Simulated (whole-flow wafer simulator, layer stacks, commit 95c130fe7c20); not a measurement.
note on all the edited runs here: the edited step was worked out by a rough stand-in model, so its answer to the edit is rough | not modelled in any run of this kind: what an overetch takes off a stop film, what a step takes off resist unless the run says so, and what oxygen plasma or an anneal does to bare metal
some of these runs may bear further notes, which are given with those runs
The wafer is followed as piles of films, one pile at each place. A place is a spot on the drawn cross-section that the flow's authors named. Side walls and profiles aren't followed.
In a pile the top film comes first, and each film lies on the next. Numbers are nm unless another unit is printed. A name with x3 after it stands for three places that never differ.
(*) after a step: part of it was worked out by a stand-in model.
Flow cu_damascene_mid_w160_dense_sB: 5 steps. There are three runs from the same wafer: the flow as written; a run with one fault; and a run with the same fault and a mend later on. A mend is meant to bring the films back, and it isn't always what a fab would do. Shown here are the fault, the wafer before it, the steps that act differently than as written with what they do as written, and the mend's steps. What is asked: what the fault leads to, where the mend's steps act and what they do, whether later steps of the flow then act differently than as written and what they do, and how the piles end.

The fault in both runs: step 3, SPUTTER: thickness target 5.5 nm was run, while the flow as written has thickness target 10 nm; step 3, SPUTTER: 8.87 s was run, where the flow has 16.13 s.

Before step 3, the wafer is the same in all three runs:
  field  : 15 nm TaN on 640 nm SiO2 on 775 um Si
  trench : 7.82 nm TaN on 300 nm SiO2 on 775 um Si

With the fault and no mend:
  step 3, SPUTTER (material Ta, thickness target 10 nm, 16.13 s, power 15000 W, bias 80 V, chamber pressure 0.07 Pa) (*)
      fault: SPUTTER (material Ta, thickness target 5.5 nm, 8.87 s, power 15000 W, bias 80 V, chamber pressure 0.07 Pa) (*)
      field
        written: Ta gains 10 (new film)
        fault: Ta gains 5.5 (new film)
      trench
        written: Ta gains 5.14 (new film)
        fault: Ta gains 2.82 (new film)
  Every later step of the flow that is run acts as written, at every place that is followed, to within 2% or 0.5 nm, whichever is larger.
  By the end, the piles at field, trench depart from the flow's by more than 2% or 0.5 nm, whichever is larger.
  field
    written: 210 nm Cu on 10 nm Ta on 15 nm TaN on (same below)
    fault: 210 nm Cu on 5.5 nm Ta on 15 nm TaN on (same below)
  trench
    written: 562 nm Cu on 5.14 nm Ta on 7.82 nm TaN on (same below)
    fault: 559.9 nm Cu on 2.82 nm Ta on 7.82 nm TaN on (same below)

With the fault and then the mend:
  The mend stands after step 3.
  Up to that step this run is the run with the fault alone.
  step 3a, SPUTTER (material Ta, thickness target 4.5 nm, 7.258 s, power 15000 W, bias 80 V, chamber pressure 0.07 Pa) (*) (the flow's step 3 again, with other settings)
      field
        Ta gains 4.5
      trench
        Ta gains 2.28
  Every later step of the flow that is run acts as written, at every place that is followed, to within 2% or 0.5 nm, whichever is larger.
  The piles end only slightly different from the flow's at the places that both follow, by no more than 2% or 0.5 nm, whichever is larger.
